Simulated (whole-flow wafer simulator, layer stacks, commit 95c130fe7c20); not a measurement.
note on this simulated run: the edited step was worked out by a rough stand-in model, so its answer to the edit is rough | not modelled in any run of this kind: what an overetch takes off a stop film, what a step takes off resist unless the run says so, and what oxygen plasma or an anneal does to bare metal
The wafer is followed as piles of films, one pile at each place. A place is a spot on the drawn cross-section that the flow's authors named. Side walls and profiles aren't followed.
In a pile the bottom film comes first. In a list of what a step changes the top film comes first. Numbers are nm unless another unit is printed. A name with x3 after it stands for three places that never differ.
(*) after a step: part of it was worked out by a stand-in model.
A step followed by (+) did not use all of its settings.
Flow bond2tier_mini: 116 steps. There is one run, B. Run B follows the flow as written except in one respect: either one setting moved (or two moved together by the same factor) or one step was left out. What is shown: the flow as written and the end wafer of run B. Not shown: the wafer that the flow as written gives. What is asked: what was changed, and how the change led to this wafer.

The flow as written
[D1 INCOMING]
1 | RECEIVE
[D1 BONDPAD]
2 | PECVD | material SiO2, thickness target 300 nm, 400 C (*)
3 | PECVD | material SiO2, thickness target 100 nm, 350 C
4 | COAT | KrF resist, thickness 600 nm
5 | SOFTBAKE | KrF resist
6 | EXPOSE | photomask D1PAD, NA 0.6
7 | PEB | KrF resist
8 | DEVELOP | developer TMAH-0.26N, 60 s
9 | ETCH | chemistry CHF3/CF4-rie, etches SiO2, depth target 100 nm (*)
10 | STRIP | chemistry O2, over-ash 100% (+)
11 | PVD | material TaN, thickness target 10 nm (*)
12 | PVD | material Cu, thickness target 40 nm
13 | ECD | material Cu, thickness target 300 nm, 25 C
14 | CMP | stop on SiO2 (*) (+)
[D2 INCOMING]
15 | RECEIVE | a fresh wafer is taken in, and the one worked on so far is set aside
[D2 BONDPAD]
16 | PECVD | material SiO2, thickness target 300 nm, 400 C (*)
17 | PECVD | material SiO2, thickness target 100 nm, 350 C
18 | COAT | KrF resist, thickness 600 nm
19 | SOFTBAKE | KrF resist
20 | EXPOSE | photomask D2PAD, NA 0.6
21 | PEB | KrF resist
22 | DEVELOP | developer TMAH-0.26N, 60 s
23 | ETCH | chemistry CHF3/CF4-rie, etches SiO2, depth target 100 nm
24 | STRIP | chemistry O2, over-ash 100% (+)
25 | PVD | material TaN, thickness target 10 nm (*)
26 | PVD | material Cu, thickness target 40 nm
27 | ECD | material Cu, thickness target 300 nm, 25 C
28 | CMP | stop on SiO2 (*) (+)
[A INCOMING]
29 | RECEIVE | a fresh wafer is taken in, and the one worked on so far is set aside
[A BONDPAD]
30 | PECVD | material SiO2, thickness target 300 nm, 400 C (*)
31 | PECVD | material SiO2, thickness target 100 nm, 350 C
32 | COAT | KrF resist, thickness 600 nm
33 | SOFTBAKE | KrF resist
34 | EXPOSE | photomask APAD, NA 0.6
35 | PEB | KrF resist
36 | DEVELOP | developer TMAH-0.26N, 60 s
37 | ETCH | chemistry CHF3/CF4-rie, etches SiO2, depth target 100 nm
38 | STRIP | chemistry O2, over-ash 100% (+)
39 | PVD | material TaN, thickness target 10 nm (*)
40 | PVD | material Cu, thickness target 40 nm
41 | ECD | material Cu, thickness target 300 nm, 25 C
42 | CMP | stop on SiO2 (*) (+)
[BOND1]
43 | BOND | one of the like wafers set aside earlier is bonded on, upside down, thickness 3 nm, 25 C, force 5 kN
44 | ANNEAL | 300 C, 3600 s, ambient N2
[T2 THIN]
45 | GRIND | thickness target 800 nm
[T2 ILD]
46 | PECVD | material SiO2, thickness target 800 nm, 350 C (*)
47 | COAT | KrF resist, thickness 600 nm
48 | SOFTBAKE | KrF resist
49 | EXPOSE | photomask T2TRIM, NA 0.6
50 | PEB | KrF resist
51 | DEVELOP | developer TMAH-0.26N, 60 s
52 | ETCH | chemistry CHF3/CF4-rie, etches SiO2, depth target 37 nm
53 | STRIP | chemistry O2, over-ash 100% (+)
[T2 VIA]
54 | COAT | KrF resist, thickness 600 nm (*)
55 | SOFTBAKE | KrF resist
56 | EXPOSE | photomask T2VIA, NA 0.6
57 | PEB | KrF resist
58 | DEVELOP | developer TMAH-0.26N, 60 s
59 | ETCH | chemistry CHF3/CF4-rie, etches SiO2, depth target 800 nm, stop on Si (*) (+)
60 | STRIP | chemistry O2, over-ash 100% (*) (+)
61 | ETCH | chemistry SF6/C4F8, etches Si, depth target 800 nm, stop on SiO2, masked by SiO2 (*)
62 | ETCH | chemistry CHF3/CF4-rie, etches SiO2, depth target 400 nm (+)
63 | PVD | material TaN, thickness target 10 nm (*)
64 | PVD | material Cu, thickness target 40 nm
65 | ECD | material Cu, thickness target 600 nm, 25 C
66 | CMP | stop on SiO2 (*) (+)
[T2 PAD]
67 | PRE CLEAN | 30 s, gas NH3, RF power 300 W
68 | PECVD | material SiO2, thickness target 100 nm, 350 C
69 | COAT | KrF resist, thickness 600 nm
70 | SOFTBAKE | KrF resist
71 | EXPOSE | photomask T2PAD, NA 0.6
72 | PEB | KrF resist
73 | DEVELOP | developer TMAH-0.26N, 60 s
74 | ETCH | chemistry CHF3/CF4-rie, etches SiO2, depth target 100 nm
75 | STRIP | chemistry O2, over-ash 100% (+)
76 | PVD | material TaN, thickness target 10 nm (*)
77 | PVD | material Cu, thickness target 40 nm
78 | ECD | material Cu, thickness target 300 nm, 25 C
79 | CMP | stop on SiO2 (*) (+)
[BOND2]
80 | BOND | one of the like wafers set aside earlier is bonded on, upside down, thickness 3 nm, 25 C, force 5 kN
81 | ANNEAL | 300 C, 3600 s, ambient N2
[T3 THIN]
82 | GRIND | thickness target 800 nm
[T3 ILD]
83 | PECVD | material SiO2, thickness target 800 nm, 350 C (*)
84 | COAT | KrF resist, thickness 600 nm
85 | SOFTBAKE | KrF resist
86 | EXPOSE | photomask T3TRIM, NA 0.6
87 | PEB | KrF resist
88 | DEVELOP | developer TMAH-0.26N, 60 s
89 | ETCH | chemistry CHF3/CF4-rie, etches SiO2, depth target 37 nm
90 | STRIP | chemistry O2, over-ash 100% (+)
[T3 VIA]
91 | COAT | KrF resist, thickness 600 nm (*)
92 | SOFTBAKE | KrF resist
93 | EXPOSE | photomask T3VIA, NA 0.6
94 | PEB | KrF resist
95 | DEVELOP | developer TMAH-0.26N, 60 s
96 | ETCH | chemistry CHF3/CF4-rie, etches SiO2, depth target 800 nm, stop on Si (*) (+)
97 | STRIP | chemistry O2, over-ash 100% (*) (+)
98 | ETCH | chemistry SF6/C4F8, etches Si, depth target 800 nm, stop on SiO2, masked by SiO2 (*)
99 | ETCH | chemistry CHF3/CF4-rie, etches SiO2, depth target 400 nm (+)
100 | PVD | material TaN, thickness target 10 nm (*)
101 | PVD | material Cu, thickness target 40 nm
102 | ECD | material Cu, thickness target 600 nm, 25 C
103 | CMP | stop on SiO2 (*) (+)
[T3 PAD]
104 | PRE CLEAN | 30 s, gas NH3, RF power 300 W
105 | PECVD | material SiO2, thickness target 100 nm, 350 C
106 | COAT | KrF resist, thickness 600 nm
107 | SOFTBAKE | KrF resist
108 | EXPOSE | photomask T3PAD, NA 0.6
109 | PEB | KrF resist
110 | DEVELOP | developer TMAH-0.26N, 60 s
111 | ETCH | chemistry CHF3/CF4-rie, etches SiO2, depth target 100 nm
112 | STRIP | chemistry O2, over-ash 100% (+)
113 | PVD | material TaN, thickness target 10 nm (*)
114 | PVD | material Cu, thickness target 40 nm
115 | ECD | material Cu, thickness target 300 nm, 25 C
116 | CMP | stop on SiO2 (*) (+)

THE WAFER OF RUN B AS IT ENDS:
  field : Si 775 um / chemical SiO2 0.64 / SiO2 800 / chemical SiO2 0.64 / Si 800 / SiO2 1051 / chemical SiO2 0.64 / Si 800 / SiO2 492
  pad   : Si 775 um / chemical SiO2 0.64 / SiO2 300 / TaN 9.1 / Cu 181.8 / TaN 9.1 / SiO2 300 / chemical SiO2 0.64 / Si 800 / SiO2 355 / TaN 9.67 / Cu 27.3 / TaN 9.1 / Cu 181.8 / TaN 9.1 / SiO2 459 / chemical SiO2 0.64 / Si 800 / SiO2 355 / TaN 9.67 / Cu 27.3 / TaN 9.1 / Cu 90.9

The reason: step 16, PECVD: thickness target 459 nm was run, while the flow as written has thickness target 300 nm.
The wafer lets one read it off: pad has SiO2 459, and step 16 as written asks for 300 nm.

Step by step, how the change led to this:
  16 | PECVD | material SiO2, thickness target 300 nm, 400 C (*)
      field, pad, via: SiO2 gains 459 (new film) (as written it would have been: SiO2 gains 300 (new film))
  80 | BOND | one of the like wafers set aside earlier is bonded on, upside down, thickness 3 nm, 25 C, force 5 kN
      field: Si gains 775 um (new film), chemical SiO2 gains 0.64 (new film), SiO2 gains 559 (as written it would have been: Si gains 775 um (new film), chemical SiO2 gains 0.64 (new film), SiO2 gains 400)
      pad: Si gains 775 um (new film), chemical SiO2 gains 0.64 (new film), SiO2 gains 459 (new film), TaN gains 9.1 (new film), Cu gains 90.9 (as written it would have been: Si gains 775 um (new film), chemical SiO2 gains 0.64 (new film), SiO2 gains 300 (new film), TaN gains 9.1 (new film), Cu gains 90.9)
